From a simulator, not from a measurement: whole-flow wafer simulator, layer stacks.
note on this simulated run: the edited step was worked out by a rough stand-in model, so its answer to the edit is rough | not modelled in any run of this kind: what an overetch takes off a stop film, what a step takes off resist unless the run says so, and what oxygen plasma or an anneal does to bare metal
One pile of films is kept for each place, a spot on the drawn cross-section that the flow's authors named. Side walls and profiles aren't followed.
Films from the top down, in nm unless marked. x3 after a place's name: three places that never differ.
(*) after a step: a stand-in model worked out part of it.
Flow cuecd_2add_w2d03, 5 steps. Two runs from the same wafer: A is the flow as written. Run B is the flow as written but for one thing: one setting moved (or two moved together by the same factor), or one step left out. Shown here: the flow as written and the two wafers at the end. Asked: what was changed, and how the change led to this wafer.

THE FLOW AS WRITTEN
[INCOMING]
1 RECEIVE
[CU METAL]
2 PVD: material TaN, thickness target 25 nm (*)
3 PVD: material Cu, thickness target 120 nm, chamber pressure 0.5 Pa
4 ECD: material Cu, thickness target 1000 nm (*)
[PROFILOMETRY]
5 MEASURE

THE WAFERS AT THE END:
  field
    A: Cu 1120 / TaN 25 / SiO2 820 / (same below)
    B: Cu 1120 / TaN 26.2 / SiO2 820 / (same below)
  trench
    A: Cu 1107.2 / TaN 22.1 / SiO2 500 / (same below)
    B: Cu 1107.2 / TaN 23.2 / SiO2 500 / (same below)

The cause: step 2, PVD: thickness target 26.2 nm was run, where the flow has thickness target 25 nm.
It can be read off the wafer: field has TaN 26.2, and step 2 as written asks for 25 nm.

How the change led to this, step by step:
  2 PVD: material TaN, thickness target 25 nm (*)
      field: A TaN +25 (new film) | B TaN +26.2 (new film)
      trench: A TaN +22.1 (new film) | B TaN +23.2 (new film)
